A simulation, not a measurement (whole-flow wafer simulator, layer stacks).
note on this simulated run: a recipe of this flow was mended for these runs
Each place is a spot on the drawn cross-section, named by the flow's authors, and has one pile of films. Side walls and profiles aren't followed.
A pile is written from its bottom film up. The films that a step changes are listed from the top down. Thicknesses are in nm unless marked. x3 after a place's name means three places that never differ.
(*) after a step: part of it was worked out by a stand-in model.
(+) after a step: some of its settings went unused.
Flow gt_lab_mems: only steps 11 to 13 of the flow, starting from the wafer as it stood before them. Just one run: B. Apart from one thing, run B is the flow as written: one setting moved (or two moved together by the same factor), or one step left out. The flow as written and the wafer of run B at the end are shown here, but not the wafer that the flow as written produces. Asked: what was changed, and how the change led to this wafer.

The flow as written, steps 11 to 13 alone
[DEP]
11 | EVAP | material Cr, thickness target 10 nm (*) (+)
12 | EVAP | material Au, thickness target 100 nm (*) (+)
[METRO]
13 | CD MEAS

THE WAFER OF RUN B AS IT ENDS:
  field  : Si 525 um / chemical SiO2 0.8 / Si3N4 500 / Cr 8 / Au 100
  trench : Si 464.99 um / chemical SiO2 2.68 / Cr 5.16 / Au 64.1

What caused this: step 11, EVAP: thickness target 8 nm was run, whereas the flow has thickness target 10 nm.
The wafer lets one read it off: field has Cr 8, and step 11 as written asks for 10 nm.

The path from the change to this, step by step:
  11 | EVAP | material Cr, thickness target 10 nm (*) (+)
      field: +8 Cr (new film) (it would be, as written: +10 Cr (new film))
      trench: +5.16 Cr (new film) (it would be, as written: +6.45 Cr (new film))
